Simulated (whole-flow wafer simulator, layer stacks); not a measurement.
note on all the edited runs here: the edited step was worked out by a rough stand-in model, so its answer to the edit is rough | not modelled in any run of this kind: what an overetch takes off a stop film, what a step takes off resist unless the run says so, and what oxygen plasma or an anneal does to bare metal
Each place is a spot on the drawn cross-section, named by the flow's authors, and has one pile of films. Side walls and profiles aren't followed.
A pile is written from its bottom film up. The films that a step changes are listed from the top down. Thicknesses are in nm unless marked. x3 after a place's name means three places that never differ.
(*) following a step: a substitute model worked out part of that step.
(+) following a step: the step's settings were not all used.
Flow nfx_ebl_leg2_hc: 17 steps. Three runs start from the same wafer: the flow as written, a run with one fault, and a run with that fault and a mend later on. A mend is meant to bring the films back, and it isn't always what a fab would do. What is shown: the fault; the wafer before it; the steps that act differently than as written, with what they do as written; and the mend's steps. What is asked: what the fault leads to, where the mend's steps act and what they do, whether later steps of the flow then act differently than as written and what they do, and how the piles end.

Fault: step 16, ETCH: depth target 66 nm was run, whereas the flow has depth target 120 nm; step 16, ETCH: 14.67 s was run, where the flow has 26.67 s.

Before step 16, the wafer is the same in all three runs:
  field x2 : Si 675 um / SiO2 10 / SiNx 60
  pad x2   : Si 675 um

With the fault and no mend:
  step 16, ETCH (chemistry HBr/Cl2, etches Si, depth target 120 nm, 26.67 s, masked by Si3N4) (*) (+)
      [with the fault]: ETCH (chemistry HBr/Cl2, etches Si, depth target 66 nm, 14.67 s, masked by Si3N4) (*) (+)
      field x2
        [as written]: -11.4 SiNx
        [with the fault]: -6.29 SiNx
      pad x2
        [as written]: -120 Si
        [with the fault]: -66 Si
  None of the later steps of the flow acts differently than as written at any place that is followed.
  The piles end different from the flow's at field x2 by more than 2% or 0.5 nm, whichever is larger.
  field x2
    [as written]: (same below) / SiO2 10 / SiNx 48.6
    [with the fault]: (same below) / SiO2 10 / SiNx 53.7

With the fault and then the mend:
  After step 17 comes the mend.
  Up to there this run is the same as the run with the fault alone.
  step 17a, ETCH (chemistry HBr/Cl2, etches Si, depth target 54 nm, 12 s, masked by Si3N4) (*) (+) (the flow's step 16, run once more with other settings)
      field x2
        -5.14 SiNx
      pad x2
        -54 Si
  None of the later steps of the flow acts differently than as written at any place that is followed.
  By the end, the piles equal the flow's at every place that both follow.
